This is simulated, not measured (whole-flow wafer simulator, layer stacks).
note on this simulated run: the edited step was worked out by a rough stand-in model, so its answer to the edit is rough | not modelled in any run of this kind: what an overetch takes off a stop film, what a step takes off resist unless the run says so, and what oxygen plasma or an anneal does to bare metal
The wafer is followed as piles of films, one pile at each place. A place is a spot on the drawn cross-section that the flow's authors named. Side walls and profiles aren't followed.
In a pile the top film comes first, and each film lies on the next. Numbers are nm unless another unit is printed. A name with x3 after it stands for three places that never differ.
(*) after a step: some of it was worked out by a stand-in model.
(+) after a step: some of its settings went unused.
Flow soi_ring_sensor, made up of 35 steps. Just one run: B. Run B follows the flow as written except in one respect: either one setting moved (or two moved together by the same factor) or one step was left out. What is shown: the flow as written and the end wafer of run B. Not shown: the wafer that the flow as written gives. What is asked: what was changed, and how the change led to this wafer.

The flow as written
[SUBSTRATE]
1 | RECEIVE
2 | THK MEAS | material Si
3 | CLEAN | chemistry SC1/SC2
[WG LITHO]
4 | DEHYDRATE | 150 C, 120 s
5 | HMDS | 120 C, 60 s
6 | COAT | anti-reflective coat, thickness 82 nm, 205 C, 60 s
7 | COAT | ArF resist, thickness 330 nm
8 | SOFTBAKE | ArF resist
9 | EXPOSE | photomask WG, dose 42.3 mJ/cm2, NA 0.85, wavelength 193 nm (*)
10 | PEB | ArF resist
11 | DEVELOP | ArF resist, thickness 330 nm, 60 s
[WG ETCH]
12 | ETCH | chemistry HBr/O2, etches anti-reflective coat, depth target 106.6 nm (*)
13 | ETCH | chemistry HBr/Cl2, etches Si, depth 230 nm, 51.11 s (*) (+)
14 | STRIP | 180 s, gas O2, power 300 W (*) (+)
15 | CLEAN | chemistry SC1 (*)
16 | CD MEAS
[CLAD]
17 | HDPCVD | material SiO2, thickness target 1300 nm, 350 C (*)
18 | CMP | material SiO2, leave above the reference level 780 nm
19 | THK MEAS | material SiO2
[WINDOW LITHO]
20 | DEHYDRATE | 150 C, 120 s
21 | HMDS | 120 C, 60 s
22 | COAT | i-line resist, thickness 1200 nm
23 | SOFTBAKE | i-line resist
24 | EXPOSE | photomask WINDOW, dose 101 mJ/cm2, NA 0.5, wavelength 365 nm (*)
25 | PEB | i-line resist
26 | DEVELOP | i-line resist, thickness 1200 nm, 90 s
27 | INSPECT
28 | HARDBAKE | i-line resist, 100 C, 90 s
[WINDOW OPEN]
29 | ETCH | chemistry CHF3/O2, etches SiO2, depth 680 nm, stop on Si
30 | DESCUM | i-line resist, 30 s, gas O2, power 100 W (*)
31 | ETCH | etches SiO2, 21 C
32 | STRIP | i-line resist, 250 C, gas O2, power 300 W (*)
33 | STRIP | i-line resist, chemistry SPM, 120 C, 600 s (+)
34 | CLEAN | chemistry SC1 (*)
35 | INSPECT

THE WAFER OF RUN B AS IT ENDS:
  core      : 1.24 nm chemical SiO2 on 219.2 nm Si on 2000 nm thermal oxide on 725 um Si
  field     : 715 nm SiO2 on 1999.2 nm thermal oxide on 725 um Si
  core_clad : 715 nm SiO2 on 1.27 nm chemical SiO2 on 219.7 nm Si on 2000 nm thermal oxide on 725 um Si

What caused this: step 17, HDPCVD: thickness target 715 nm was run, while the flow as written has thickness target 1300 nm.

The path from the change to this, step by step:
  17 | HDPCVD | material SiO2, thickness target 1300 nm, 350 C (*)
      core, gap, window, field, core_clad, gap_clad: SiO2 gains 715 (new film) (as written it would have been: SiO2 gains 1300 (new film))
  18 | CMP | material SiO2, leave above the reference level 780 nm
      gap, window, field, gap_clad: nothing (as written it would have been: SiO2 loses 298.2)
      core, core_clad: nothing (as written it would have been: SiO2 loses 520)
  22 | COAT | i-line resist, thickness 1200 nm
      core, core_clad: i-line resist gains 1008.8 (new film) (as written it would have been: i-line resist gains 1200 (new film))
      gap, gap_clad: i-line resist gains 1232.8 (new film) (as written it would have been: i-line resist gains 1200 (new film))
  23 | SOFTBAKE | i-line resist
      core, core_clad: i-line resist loses 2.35 (as written it would have been: nothing)
      gap, gap_clad: i-line resist loses 2.89 (as written it would have been: nothing)
      (also at 1 further place)
  25 | PEB | i-line resist
      core, core_clad: i-line resist loses 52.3 (as written it would have been: i-line resist loses 62.8)
      gap, gap_clad: i-line resist loses 64.4 (as written it would have been: i-line resist loses 62.8)
  26 | DEVELOP | i-line resist, thickness 1200 nm, 90 s
      core: i-line resist loses 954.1 (all of it) (as written it would have been: i-line resist loses 1137.2 (all of it))
      gap: i-line resist loses 1165.5 (all of it) (as written it would have been: i-line resist loses 1137.2 (all of it))
  31 | ETCH | etches SiO2, 21 C
      core: SiO2 loses 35 (all of it), chemical SiO2 loses 1.27 (all of it) (as written it would have been: SiO2 loses 100 (all of it), chemical SiO2 loses 1.27 (all of it))
  32 | STRIP | i-line resist, 250 C, gas O2, power 300 W (*)
      core_clad: i-line resist loses 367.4 (all of it) (as written it would have been: i-line resist loses 550.1 (all of it))
